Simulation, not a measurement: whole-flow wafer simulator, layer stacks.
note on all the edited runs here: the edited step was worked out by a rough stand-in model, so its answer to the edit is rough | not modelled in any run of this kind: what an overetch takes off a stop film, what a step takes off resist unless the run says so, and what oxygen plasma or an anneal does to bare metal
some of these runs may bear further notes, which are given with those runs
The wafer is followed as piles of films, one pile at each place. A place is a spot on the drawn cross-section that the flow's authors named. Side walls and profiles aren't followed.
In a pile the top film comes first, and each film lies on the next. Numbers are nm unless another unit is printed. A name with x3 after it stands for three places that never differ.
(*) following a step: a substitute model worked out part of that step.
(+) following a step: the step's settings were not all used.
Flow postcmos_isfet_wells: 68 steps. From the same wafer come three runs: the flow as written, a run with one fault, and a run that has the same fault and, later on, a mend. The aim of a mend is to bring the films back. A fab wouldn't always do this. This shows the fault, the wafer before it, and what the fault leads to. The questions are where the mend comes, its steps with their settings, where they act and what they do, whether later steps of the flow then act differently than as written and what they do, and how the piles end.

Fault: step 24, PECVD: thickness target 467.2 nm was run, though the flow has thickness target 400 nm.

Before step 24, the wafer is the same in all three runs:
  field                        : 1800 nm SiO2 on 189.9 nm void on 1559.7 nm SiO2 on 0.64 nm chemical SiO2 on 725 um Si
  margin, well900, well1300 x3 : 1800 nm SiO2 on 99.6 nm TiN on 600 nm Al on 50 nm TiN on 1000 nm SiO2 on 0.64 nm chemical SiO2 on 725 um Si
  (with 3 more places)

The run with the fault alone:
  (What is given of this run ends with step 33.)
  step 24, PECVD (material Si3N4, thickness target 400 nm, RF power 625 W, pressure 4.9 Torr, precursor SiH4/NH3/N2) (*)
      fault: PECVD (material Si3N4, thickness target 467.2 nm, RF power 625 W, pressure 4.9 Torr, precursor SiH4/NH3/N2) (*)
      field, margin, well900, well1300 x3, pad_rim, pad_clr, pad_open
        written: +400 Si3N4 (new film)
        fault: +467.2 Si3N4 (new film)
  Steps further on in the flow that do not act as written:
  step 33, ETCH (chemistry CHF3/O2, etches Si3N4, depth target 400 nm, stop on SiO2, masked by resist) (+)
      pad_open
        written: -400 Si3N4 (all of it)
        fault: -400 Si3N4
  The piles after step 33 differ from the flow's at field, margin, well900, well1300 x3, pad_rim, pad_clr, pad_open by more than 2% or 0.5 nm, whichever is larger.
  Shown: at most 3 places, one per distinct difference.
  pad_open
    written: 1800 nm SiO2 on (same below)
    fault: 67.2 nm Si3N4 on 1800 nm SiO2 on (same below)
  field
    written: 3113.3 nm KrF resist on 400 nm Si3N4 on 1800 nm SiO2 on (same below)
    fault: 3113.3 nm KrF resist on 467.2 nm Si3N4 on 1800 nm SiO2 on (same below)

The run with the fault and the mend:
  The mend stands after step 24.
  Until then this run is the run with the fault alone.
  step 24a, ETCH (chemistry h3po4, depth target 67.2 nm)
      field, margin, well900, well1300 x3, pad_rim, pad_clr, pad_open
        -67.2 Si3N4
  Every later step of the flow that is run acts as written at every place that is followed.
  The piles end the same as the flow's at every place that both follow.
